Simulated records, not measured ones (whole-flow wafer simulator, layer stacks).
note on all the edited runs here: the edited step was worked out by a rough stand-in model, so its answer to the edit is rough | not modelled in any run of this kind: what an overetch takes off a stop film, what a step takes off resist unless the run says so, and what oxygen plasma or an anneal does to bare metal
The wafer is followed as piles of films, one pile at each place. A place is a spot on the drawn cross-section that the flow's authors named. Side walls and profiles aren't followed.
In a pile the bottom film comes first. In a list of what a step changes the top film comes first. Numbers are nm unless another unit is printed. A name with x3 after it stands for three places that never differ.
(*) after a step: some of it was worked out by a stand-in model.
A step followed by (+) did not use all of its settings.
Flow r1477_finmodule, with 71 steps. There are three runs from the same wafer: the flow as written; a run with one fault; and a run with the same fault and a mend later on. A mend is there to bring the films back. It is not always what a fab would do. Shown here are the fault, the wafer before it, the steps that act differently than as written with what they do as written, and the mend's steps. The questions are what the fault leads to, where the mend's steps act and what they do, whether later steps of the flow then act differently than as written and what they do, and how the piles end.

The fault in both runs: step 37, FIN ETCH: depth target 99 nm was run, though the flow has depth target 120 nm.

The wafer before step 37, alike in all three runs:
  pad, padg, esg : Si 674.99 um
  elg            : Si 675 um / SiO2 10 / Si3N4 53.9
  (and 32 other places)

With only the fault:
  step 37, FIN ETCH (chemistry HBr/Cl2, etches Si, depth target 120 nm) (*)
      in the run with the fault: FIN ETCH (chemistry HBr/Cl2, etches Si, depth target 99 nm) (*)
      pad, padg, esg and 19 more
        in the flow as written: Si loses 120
        in the run with the fault: Si loses 99
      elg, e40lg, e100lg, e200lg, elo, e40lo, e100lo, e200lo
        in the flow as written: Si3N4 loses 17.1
        in the run with the fault: Si3N4 loses 14.1
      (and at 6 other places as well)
  Steps later in the flow that act otherwise than as written (not shown: 6 more steps that differ only slightly, by at most 2% or 0.5 nm, whichever is larger):
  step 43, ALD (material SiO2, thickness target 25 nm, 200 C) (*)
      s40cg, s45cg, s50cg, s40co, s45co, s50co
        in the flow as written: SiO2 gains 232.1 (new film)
        in the run with the fault: SiO2 gains 212.7 (new film)
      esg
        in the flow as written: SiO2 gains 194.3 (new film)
        in the run with the fault: SiO2 gains 176.3 (new film)
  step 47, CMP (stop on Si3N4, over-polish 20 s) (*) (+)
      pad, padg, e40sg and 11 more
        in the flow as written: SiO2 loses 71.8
        in the run with the fault: SiO2 loses 92.8
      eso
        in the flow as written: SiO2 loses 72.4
        in the run with the fault: SiO2 loses 93.4
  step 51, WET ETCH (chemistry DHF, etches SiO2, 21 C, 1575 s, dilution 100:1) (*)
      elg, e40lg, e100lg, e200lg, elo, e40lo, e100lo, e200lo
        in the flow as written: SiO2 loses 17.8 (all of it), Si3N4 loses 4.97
        in the run with the fault: SiO2 loses 14.8 (all of it), Si3N4 loses 5.21
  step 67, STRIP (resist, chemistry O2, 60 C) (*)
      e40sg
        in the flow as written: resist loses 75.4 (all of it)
        in the run with the fault: resist loses 78 (all of it)
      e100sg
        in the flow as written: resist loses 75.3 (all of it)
        in the run with the fault: resist loses 77.9 (all of it)
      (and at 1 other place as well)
  The piles end different from the flow's at pad, padg, elg and 27 more by more than 2% or 0.5 nm, whichever is larger.
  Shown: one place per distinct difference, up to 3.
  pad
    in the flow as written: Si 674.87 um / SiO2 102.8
    in the run with the fault: Si 674.89 um / SiO2 81.9
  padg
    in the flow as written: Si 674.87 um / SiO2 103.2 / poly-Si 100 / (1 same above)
    in the run with the fault: Si 674.89 um / SiO2 82.3 / poly-Si 100 / (1 same above)
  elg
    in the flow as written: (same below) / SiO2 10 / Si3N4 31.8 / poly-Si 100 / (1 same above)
    in the run with the fault: (same below) / SiO2 10 / Si3N4 34.5 / poly-Si 100 / (1 same above)

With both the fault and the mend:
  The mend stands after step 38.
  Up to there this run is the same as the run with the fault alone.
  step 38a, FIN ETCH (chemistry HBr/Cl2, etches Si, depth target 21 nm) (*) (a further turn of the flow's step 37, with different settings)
      pad, padg, esg and 19 more
        Si loses 21
      elg, e40lg, e100lg, e200lg, elo, e40lo, e100lo, e200lo
        Si3N4 loses 3
      s40sg_line, s45sg_line, s50sg_line, s40so_line, s45so_line, s50so_line
        SiO2 loses 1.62
  Later steps of the flow that are run all act as written at every place that is followed.
  At every place that both follow, the piles at the end match the flow's.
